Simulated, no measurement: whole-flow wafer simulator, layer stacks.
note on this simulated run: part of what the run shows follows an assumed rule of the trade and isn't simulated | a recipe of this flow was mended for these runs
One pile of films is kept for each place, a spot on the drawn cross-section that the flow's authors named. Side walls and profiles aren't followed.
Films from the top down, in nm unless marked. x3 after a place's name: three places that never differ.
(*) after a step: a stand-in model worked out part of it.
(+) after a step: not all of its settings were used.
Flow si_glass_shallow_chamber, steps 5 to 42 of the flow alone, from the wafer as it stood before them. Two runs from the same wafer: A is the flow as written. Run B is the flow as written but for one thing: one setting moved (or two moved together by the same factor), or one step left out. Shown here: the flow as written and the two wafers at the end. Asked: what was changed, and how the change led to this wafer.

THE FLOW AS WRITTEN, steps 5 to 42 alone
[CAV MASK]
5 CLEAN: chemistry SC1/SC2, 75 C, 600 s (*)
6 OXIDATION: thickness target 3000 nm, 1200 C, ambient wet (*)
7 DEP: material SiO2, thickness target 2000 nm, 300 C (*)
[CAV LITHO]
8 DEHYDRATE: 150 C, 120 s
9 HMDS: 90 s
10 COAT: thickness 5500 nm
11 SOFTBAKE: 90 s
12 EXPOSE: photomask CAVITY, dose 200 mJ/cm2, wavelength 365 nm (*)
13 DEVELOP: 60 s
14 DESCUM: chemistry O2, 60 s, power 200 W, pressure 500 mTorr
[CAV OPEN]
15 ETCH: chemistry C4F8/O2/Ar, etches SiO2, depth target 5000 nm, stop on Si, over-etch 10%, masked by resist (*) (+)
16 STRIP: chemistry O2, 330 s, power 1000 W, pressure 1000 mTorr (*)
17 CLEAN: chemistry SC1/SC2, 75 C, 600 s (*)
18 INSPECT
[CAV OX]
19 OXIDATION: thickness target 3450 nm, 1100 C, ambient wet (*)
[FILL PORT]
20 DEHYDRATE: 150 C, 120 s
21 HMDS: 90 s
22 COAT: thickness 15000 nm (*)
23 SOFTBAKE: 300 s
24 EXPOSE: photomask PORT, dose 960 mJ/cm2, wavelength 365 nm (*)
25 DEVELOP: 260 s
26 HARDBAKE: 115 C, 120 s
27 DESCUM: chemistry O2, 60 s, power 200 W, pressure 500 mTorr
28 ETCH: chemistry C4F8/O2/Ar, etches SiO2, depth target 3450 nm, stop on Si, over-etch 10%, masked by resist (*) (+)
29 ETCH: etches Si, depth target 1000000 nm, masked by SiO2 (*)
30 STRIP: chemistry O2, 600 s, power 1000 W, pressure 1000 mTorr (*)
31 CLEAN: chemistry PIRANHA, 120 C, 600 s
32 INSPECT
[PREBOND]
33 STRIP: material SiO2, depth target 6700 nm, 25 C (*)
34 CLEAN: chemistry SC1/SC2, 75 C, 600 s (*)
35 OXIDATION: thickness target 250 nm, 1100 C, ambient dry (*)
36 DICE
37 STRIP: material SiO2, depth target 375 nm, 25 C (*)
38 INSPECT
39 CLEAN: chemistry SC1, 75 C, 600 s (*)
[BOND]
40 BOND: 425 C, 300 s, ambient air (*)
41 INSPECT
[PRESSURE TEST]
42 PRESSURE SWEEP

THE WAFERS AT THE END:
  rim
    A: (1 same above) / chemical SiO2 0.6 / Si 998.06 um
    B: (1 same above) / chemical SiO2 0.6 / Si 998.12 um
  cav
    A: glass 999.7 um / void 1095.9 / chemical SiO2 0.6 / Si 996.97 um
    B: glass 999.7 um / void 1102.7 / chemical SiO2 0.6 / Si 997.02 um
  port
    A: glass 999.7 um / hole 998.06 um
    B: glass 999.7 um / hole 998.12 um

The cause: step 6, OXIDATION: 1177 C was run, where the flow has 1200 C.

How the change led to this, step by step:
  6 OXIDATION: thickness target 3000 nm, 1200 C, ambient wet (*)
      rim, ramp, cav, port, septum, ring: A SiO2 +3000 (new film), chemical SiO2 -0.6 (all of it), Si -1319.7 | B SiO2 +2847.8 (new film), chemical SiO2 -0.6 (all of it), Si -1252.8
  15 ETCH: chemistry C4F8/O2/Ar, etches SiO2, depth target 5000 nm, stop on Si, over-etch 10%, masked by resist (*) (+)
      rim, ramp, septum, ring: A thick-i-line-resist -1100 | B thick-i-line-resist -1066.5
      cav, port: A SiO2 -5000 (all of it), Si -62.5 | B SiO2 -4847.8 (all of it), Si -81.5
  19 OXIDATION: thickness target 3450 nm, 1100 C, ambient wet (*)
      rim, ramp, septum, ring: A SiO2 +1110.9, Si -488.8 | B SiO2 +1138.8, Si -501.1
  22 COAT: thickness 15000 nm (*)
      rim: A thick-i-line-resist +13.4 um (new film) | B thick-i-line-resist +13.45 um (new film)
      ramp: A thick-i-line-resist +12.89 um (new film) | B thick-i-line-resist +12.96 um (new film)
      (and at 3 more places)
  23 SOFTBAKE: 300 s
      rim: A thick-i-line-resist -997 | B thick-i-line-resist -963.9
      ramp: A thick-i-line-resist -487.1 | B thick-i-line-resist -469.7
      (and at 4 more places)
  25 DEVELOP: 260 s
      port: A thick-i-line-resist -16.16 um (all of it) | B thick-i-line-resist -16.12 um (all of it)
  29 ETCH: etches Si, depth target 1000000 nm, masked by SiO2 (*)
      rim, ramp: A thick-i-line-resist -11.47 um (all of it), SiO2 -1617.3 | B thick-i-line-resist -11.55 um (all of it), SiO2 -1574.4
      port: A hole +997.05 um (new film), Si -997.05 um (all of it) | B hole +997.1 um (new film), Si -997.1 um (all of it)
      (and at 2 more places)
  30 STRIP: chemistry O2, 600 s, power 1000 W, pressure 1000 mTorr (*)
      cav: A thick-i-line-resist -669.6 (all of it) | B thick-i-line-resist -633.9 (all of it)
  33 STRIP: material SiO2, depth target 6700 nm, 25 C (*)
      septum: A SiO2 -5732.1 (all of it) | B SiO2 -5611.6 (all of it)
      ring: A SiO2 -5756.7 (all of it) | B SiO2 -5635.4 (all of it)
